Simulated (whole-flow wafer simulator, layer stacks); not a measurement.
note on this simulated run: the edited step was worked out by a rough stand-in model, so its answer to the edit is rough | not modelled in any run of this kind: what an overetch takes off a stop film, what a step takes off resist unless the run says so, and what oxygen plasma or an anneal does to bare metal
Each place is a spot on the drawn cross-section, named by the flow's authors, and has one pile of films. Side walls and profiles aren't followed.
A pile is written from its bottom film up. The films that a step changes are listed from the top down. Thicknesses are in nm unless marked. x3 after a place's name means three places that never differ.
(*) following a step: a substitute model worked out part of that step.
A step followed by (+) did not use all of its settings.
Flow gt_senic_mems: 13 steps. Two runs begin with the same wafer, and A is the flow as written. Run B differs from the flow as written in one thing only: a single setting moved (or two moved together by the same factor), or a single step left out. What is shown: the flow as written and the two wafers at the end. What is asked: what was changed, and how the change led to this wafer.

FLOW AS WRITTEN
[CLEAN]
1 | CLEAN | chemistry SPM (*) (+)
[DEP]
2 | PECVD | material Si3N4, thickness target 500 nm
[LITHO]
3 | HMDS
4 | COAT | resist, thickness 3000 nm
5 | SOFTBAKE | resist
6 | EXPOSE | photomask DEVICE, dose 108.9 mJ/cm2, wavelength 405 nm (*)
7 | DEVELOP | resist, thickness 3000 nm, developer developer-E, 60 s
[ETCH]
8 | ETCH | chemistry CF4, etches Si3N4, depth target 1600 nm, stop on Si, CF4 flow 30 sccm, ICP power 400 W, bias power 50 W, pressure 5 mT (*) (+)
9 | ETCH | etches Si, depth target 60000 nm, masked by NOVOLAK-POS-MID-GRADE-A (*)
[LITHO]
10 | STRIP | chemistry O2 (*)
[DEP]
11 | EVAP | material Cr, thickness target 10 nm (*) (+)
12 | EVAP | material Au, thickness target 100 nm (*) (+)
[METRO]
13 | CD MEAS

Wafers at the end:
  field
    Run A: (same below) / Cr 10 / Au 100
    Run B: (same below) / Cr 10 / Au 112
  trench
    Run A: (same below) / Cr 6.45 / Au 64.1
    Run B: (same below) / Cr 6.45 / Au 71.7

What caused this: step 12, EVAP: thickness target 112 nm was run, while the flow as written has thickness target 100 nm.
The wafer itself shows it: field has Au 112, and step 12 as written asks for 100 nm.

How this came from the change, step by step:
  12 | EVAP | material Au, thickness target 100 nm (*) (+)
      field: A Au gains 100 (new film) | B Au gains 112 (new film)
      trench: A Au gains 64.1 (new film) | B Au gains 71.7 (new film)
